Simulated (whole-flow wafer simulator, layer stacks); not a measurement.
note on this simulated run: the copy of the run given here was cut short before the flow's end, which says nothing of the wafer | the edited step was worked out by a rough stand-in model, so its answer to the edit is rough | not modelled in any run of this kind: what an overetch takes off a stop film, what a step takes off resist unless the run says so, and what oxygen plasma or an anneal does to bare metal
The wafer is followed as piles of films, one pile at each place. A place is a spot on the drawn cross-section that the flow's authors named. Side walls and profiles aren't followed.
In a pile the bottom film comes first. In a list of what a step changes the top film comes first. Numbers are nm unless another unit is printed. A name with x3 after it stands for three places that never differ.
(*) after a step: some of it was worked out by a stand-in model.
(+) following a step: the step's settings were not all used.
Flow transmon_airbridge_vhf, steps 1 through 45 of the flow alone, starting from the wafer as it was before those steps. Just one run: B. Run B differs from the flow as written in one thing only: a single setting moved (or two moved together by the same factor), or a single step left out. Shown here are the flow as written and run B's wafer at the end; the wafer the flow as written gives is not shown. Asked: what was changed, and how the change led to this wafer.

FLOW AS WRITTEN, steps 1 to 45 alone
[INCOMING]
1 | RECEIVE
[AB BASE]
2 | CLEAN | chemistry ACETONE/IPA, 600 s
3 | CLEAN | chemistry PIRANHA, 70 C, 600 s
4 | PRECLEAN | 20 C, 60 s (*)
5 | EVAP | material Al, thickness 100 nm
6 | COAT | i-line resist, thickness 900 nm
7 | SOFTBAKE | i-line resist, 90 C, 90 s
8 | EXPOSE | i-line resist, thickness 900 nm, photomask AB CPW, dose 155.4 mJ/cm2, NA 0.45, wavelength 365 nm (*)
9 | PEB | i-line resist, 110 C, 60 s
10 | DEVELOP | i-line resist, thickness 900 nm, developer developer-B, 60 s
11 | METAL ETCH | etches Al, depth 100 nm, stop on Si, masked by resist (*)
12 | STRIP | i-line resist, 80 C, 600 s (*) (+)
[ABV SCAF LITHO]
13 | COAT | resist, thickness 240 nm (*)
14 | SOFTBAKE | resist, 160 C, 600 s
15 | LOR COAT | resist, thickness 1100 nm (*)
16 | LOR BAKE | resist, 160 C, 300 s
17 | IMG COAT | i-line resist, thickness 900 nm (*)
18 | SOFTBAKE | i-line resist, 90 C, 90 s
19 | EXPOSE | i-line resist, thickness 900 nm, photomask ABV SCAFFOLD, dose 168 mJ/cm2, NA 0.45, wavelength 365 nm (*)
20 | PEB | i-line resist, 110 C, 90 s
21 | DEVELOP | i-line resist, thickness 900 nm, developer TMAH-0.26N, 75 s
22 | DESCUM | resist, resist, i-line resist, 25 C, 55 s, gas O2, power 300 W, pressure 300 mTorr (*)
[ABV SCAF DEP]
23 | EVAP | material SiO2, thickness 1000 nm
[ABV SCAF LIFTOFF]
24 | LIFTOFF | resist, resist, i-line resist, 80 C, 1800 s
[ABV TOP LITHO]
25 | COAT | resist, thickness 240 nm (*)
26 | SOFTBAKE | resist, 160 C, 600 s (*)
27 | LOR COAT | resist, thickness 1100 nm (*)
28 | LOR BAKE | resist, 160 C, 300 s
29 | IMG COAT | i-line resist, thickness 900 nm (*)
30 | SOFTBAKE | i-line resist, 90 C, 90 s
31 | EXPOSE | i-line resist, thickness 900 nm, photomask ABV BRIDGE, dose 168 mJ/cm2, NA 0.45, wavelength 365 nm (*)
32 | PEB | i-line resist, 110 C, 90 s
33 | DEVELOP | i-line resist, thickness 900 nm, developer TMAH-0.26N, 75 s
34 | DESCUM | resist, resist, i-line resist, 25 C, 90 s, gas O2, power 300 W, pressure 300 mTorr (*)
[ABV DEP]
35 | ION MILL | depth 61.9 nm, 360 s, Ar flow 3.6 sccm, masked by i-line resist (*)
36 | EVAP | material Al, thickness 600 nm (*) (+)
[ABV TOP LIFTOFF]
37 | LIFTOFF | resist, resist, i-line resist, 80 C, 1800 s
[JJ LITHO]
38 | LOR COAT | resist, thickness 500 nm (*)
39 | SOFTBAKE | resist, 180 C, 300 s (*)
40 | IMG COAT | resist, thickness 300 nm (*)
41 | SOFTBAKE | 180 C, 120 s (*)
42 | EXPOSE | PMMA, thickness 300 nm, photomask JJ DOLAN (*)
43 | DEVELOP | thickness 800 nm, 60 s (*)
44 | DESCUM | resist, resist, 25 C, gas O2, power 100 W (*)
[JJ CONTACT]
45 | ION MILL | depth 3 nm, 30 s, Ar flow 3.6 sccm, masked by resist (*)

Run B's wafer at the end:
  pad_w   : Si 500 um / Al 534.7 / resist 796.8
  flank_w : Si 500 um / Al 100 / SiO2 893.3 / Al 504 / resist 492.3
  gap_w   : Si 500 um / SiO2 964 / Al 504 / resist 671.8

Cause: step 36, EVAP: thickness 504 nm was run, whereas the flow has thickness 600 nm.
The wafer itself shows it: flank_w has Al 504, and step 36 as written asks for 600 nm.

How this came from the change, step by step:
  36 | EVAP | material Al, thickness 600 nm (*) (+)
      field x3, jj_line, ground_far and 10 more: +504 Al (new film) (in the flow as written it would be: +600 Al (new film))
      pad_w, pad_e: +496.6 Al (in the flow as written it would be: +591.2 Al)
  37 | LIFTOFF | resist, resist, i-line resist, 80 C, 1800 s
      field x3, jj_line, trace_open_s x2: -504 Al (all of it), -600 i-line resist (all of it), -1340 resist (all of it) (in the flow as written it would be: -600 Al (all of it), -600 i-line resist (all of it), -1340 resist (all of it))
      margin_s, margin_n: -504 Al (all of it), -318.3 i-line resist (all of it), -992 resist (all of it) (in the flow as written it would be: -600 Al (all of it), -318.3 i-line resist (all of it), -992 resist (all of it))
      (and at 1 other place as well)
  38 | LOR COAT | resist, thickness 500 nm (*)
      bridge_strip: +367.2 resist (new film) (in the flow as written it would be: +356.4 resist (new film))
  40 | IMG COAT | resist, thickness 300 nm (*)
      bridge_strip: +202.8 resist (in the flow as written it would be: +197.1 resist)
